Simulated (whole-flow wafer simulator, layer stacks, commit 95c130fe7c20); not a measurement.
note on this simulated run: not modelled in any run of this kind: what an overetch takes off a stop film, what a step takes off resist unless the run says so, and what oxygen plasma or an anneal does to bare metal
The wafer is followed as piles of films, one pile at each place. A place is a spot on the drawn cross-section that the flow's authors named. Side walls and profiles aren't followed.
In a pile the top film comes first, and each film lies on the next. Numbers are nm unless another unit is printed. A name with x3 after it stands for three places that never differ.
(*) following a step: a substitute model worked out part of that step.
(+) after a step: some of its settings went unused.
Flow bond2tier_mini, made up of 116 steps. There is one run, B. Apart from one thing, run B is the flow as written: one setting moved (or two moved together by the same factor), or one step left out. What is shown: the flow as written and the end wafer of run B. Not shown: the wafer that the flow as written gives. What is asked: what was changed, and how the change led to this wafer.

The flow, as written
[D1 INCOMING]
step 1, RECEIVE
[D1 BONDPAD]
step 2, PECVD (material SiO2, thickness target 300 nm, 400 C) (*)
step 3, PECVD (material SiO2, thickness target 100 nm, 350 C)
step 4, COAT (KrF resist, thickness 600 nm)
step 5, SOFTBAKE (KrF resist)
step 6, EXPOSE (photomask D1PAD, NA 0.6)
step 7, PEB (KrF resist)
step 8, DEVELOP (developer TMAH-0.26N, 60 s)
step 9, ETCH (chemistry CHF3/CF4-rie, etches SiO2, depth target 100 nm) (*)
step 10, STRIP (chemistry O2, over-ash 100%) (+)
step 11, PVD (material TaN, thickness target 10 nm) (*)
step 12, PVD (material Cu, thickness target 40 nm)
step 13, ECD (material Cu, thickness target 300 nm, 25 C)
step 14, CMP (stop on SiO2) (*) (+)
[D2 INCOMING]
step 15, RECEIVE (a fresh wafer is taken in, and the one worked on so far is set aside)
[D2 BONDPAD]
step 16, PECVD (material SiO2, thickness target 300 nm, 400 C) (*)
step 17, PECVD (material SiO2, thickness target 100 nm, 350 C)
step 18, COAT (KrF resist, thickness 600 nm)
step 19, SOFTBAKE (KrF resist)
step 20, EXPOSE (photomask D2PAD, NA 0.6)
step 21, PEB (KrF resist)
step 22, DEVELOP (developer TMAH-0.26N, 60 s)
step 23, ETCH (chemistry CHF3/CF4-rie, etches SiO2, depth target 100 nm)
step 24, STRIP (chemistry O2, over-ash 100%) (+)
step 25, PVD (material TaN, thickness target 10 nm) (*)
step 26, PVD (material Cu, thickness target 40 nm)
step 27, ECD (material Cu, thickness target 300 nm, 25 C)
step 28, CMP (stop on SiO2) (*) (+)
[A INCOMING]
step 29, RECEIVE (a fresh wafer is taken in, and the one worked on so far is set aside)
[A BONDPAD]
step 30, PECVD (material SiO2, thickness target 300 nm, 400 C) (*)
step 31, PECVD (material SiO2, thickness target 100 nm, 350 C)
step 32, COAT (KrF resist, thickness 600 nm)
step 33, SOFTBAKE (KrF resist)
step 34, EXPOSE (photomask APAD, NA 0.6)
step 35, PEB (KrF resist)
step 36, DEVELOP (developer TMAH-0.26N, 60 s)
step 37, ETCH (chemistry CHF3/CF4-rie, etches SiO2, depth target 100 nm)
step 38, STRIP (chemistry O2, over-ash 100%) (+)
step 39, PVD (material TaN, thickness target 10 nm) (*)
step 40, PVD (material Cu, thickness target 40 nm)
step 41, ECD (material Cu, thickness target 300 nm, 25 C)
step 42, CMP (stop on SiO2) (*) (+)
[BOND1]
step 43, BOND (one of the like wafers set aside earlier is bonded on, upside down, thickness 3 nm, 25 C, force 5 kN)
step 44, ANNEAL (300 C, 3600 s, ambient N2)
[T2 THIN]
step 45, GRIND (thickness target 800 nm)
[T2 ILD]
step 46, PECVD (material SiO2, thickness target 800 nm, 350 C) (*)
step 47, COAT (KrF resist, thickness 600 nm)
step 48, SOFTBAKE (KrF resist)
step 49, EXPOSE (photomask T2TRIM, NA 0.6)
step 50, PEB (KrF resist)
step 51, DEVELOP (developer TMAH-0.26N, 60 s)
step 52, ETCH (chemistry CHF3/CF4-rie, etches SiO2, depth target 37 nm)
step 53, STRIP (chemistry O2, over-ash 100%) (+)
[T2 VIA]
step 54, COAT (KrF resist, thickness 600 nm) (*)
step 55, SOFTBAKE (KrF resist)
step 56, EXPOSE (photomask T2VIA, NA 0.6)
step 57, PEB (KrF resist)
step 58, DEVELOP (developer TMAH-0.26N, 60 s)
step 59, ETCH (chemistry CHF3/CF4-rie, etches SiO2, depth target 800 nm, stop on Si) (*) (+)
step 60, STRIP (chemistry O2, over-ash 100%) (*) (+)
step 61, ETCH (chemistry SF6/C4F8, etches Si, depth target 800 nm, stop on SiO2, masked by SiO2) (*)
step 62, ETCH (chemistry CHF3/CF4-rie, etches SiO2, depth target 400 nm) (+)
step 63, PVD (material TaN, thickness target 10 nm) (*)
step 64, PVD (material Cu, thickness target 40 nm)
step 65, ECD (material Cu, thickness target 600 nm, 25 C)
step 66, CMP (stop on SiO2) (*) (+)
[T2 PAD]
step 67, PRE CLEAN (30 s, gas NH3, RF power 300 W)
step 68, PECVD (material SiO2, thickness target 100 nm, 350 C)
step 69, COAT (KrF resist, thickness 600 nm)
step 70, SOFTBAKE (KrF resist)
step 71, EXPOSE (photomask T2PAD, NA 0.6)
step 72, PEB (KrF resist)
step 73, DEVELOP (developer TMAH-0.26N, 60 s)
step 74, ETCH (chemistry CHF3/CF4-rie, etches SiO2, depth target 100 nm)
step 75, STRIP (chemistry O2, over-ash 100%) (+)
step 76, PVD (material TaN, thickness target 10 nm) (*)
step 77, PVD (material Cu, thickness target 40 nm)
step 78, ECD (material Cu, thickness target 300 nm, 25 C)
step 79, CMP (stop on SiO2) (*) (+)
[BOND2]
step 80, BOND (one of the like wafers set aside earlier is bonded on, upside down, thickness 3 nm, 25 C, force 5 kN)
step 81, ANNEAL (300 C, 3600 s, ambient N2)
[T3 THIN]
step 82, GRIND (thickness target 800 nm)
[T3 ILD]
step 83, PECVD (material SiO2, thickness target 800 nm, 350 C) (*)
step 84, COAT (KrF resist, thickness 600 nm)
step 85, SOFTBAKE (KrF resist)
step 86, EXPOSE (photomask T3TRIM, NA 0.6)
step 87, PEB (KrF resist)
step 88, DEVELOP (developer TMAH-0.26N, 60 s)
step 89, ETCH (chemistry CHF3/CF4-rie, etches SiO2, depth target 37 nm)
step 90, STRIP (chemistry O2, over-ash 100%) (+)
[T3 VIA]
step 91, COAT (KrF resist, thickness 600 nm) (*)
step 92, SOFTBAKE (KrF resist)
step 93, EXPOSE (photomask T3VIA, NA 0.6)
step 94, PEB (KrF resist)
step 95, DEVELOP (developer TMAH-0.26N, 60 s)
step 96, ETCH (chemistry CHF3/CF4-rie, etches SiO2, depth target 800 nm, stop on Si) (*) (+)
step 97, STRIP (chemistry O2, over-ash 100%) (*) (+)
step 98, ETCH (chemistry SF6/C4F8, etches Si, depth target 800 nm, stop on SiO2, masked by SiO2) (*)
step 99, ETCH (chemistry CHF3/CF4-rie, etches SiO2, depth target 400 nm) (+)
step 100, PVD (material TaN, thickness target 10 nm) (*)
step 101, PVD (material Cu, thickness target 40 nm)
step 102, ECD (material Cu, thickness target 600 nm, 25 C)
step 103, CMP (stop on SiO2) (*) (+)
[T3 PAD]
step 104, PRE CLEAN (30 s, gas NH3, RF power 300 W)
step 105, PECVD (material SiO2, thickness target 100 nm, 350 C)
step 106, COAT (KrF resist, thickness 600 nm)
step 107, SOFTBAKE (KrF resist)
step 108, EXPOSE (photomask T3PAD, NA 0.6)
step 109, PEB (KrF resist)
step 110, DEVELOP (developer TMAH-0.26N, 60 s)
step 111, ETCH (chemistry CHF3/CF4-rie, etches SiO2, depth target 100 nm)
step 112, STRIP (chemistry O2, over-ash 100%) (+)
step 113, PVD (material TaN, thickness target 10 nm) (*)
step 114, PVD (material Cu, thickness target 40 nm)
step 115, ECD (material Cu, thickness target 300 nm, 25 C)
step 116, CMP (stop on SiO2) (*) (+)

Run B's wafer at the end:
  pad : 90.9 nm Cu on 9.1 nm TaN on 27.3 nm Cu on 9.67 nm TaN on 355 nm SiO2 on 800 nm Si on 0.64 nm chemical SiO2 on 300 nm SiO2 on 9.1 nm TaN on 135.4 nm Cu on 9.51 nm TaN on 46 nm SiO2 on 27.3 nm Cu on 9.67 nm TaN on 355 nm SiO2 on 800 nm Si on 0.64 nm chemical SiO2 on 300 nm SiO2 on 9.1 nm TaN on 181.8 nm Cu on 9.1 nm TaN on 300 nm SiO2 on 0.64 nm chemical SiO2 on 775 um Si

Cause: step 74, ETCH: depth target 54 nm was run, while the flow as written has depth target 100 nm.

How this came from the change, step by step:
  step 74, ETCH (chemistry CHF3/CF4-rie, etches SiO2, depth target 100 nm)
      pad: SiO2 loses 54 (in the flow as written it would be: SiO2 loses 100 (all of it))
      field: KrF resist loses 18 (in the flow as written it would be: KrF resist loses 33.3)
  step 75, STRIP (chemistry O2, over-ash 100%) (+)
      field: KrF resist loses 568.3 (all of it) (in the flow as written it would be: KrF resist loses 552.9 (all of it))
  step 77, PVD (material Cu, thickness target 40 nm)
      pad: Cu gains 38 (new film) (in the flow as written it would be: Cu gains 36.4 (new film))
  step 78, ECD (material Cu, thickness target 300 nm, 25 C)
      pad: Cu gains 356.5 (in the flow as written it would be: Cu gains 404.5)
With metal films that touch counted as one body, pad has 4 bodies (between them, from the top down: SiO2 355 / Si 800 / chemical SiO2 0.64 / SiO2 300; SiO2 46; SiO2 355 / Si 800 / chemical SiO2 0.64 / SiO2 300); the flow as written gives 3 bodies (between them, from the top down: SiO2 355 / Si 800 / chemical SiO2 0.64 / SiO2 300; SiO2 355 / Si 800 / chemical SiO2 0.64 / SiO2 300).
